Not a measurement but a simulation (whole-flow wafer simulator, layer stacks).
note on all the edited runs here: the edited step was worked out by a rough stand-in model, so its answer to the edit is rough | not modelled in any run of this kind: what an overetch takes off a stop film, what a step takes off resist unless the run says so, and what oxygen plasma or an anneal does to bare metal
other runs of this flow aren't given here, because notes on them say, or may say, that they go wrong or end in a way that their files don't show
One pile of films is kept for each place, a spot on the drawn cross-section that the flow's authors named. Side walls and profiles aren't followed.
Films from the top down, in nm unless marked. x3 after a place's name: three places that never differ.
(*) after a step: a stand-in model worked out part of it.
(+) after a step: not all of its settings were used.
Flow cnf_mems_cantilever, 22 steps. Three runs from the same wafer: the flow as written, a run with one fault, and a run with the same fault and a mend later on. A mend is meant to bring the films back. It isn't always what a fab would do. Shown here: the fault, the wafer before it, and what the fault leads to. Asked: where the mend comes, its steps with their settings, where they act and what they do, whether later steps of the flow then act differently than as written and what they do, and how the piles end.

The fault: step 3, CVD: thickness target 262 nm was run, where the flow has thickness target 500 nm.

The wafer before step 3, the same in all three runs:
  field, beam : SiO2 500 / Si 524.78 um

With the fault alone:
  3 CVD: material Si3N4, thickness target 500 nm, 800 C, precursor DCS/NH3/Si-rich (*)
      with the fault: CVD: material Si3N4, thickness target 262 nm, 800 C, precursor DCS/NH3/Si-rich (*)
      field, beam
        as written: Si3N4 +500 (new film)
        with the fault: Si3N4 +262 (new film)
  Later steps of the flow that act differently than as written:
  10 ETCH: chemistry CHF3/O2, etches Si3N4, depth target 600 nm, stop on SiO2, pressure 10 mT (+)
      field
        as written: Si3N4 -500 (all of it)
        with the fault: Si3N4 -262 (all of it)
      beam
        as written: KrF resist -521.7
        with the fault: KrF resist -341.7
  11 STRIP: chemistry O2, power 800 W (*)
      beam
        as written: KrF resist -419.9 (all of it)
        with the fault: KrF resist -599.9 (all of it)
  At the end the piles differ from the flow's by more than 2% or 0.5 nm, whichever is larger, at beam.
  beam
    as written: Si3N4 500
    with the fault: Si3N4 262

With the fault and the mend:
  The mend comes after step 3.
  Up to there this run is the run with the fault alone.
  3a CVD: material Si3N4, thickness target 238 nm, 800 C, precursor DCS/NH3/Si-rich (*) (the flow's step 3 once more, with other settings)
      field, beam
        Si3N4 +238
  No later step of the flow acts differently than as written at any place that is followed.
  At the end the piles are the same as the flow's at every place that both follow.
